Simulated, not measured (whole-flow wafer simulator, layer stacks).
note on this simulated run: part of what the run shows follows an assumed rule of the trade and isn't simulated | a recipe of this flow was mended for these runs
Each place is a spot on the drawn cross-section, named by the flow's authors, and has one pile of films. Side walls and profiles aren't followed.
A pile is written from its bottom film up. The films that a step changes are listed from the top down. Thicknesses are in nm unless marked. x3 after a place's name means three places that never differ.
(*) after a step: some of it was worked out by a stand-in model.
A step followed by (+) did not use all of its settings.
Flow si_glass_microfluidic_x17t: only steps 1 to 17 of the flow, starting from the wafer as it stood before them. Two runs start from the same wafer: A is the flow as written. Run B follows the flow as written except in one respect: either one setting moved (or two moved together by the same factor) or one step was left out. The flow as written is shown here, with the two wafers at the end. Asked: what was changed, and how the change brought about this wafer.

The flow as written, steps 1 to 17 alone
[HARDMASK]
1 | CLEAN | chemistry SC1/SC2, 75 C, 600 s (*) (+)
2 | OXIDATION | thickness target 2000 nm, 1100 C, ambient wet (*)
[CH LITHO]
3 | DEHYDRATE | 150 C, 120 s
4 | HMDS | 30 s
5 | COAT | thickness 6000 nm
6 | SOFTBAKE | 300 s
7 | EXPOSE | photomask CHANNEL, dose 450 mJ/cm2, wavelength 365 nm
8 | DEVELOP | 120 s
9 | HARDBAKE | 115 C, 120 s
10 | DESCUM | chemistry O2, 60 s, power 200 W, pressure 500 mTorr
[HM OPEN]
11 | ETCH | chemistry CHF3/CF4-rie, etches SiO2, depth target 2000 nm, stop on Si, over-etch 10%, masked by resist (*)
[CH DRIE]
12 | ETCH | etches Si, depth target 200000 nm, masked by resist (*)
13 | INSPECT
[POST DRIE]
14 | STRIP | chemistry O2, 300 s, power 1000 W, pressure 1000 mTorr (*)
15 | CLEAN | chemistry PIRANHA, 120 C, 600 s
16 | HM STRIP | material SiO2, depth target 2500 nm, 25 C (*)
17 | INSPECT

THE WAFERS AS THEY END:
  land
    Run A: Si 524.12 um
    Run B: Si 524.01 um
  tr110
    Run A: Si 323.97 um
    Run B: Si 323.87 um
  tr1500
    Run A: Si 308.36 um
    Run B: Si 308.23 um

Cause: step 2, OXIDATION: thickness target 2240 nm was run, though the flow has thickness target 2000 nm; step 11, ETCH: depth target 2240 nm was run, where the flow has depth target 2000 nm.

The path from the change to this, step by step:
  2 | OXIDATION | thickness target 2000 nm, 1100 C, ambient wet (*)
      land, tr110, tr1500, tr15: A SiO2 gains 2000 (new film), chemical SiO2 loses 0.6 (all of it), Si loses 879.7 | B SiO2 gains 2240 (new film), chemical SiO2 loses 0.6 (all of it), Si loses 985.3
  11 | ETCH | chemistry CHF3/CF4-rie, etches SiO2, depth target 2000 nm, stop on Si, over-etch 10%, masked by resist (*)
      tr110, tr1500, tr15: A SiO2 loses 2000 (all of it), Si loses 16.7 | B SiO2 loses 2240 (all of it), Si loses 18.7
      land: A thick-i-line-resist loses 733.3 | B thick-i-line-resist loses 821.3
  12 | ETCH | etches Si, depth target 200000 nm, masked by resist (*)
      tr1500: A Si loses 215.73 um | B Si loses 215.76 um
      tr15: A Si loses 149.99 um | B Si loses 149.94 um
  14 | STRIP | chemistry O2, 300 s, power 1000 W, pressure 1000 mTorr (*)
      land: A thick-i-line-resist loses 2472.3 (all of it) | B thick-i-line-resist loses 2384.1 (all of it)
  16 | HM STRIP | material SiO2, depth target 2500 nm, 25 C (*)
      land: A SiO2 loses 2000 (all of it) | B SiO2 loses 2240 (all of it)
